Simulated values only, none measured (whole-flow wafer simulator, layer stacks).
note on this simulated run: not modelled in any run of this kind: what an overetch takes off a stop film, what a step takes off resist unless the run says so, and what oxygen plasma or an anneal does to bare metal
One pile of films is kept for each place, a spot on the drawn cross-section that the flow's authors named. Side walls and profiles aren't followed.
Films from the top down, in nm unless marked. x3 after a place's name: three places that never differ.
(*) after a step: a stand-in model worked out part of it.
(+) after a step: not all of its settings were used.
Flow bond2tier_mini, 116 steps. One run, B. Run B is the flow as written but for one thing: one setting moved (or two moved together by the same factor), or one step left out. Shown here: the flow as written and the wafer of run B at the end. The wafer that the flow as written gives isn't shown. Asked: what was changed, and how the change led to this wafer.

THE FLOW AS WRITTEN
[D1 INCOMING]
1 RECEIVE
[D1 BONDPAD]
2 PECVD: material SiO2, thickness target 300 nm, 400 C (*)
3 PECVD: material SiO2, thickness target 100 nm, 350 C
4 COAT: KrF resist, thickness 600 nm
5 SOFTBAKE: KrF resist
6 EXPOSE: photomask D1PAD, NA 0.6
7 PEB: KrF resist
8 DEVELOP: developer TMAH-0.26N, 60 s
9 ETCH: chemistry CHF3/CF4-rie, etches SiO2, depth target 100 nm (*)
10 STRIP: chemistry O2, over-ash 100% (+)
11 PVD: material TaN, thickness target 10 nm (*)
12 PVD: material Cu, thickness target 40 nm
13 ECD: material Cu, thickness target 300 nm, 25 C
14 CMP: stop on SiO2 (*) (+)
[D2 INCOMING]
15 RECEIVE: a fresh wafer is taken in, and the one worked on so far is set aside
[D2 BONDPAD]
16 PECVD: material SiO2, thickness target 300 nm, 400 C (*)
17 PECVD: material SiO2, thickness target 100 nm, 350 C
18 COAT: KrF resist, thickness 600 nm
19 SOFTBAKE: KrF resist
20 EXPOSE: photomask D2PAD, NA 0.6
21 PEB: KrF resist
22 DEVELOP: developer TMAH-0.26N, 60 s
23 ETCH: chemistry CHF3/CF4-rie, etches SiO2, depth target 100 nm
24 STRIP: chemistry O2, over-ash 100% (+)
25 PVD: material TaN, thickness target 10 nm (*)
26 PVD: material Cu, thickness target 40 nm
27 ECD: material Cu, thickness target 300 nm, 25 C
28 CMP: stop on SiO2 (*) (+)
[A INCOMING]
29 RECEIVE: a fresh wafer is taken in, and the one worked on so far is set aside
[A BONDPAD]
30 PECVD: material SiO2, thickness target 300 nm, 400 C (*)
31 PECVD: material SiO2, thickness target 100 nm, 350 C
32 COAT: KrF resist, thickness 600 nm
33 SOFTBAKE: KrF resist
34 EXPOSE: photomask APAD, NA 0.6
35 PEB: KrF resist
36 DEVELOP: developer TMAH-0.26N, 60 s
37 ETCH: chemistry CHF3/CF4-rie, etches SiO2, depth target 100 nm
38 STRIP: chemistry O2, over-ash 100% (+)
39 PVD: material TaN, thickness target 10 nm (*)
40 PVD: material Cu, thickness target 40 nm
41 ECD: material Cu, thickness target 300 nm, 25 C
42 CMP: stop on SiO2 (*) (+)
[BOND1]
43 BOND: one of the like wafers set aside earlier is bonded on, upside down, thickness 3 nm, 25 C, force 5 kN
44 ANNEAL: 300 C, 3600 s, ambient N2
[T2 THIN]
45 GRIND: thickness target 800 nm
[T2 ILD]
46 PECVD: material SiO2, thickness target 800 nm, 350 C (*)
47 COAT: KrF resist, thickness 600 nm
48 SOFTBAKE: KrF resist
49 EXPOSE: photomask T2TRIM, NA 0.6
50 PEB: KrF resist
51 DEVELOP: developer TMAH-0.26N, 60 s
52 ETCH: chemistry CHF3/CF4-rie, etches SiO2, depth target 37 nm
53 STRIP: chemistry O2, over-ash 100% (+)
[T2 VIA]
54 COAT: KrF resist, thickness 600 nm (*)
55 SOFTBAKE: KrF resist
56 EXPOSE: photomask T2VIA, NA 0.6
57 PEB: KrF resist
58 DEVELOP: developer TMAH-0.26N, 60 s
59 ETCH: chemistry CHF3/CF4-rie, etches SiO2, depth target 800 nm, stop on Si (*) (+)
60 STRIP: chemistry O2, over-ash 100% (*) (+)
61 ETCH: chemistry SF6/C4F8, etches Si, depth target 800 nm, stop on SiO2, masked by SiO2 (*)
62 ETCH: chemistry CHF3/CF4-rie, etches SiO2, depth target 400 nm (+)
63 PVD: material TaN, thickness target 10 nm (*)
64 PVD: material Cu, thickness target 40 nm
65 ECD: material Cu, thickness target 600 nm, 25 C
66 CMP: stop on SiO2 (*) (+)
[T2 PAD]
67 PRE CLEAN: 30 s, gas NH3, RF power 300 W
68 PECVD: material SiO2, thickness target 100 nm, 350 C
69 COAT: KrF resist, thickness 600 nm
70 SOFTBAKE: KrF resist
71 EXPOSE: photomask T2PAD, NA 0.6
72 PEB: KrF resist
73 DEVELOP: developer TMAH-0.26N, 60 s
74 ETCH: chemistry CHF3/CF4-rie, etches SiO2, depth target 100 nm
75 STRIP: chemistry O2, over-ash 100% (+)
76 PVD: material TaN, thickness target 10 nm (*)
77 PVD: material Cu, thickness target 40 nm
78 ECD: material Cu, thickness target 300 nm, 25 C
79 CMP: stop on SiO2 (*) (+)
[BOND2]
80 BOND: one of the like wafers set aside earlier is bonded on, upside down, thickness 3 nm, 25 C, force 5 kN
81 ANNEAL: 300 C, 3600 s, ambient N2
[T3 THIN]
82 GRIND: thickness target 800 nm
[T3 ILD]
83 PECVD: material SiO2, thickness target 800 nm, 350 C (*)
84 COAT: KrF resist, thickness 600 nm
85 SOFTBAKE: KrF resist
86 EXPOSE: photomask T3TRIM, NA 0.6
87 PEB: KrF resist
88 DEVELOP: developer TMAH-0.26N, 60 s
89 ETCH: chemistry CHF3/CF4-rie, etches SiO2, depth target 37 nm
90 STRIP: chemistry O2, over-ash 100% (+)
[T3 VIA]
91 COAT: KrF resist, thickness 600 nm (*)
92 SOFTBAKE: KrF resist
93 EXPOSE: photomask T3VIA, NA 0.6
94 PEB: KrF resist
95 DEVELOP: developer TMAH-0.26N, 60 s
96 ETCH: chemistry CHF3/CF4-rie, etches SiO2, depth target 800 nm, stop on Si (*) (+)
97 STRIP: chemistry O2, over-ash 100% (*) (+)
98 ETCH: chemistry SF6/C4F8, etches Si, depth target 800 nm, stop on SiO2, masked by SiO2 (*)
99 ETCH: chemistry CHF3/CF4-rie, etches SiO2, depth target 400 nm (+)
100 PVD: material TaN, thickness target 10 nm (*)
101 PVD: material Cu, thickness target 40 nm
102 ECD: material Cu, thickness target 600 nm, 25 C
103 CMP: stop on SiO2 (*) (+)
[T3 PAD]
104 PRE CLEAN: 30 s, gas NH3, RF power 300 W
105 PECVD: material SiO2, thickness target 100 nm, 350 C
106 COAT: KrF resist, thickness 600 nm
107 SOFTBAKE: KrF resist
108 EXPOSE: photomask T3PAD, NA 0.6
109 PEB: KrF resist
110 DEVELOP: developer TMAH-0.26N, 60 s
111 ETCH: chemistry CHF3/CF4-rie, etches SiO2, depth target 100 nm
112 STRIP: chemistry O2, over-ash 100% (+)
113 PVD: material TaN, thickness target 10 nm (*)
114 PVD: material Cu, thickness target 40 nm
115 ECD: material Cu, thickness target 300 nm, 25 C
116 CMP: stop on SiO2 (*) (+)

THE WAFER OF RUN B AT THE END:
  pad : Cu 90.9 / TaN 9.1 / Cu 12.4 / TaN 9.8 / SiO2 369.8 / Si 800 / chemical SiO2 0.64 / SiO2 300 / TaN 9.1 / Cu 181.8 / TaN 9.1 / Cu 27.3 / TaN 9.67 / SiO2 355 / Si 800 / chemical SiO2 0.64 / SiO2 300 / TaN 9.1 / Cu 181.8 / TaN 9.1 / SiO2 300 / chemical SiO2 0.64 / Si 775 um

The cause: step 89, ETCH: depth target 22.2 nm was run, where the flow has depth target 37 nm.

How the change led to this, step by step:
  89 ETCH: chemistry CHF3/CF4-rie, etches SiO2, depth target 37 nm
      field: KrF resist -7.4 (as written it would be: KrF resist -12.3)
      pad: SiO2 -22.2 (as written it would be: SiO2 -37)
  97 STRIP: chemistry O2, over-ash 100% (*) (+)
      field: KrF resist -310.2 (all of it) (as written it would be: KrF resist -303.9 (all of it))
  102 ECD: material Cu, thickness target 600 nm, 25 C
      pad: Cu +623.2 (as written it would be: Cu +638.7)
